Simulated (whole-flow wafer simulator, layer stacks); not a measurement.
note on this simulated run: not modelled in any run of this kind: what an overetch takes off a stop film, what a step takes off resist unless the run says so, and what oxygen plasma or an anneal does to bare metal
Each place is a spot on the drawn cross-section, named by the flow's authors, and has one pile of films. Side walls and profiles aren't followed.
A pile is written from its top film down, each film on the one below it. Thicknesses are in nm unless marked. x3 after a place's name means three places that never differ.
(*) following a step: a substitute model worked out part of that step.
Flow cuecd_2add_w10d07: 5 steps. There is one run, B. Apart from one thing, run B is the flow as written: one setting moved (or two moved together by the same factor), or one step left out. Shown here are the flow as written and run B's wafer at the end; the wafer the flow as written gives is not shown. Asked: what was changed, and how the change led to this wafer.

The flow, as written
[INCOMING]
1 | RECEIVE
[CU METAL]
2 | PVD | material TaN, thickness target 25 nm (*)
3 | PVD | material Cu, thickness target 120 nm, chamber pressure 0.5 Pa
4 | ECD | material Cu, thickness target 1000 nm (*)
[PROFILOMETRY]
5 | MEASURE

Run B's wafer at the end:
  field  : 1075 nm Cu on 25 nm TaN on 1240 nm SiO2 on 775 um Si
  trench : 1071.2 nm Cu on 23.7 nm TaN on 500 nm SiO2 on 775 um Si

The reason: step 3, PVD: thickness target 75 nm was run, whereas the flow has thickness target 120 nm.

Step by step, how the change led to this:
  3 | PVD | material Cu, thickness target 120 nm, chamber pressure 0.5 Pa
      field: +75 Cu (new film) (it would be, as written: +120 Cu (new film))
      trench: +71.2 Cu (new film) (it would be, as written: +114 Cu (new film))
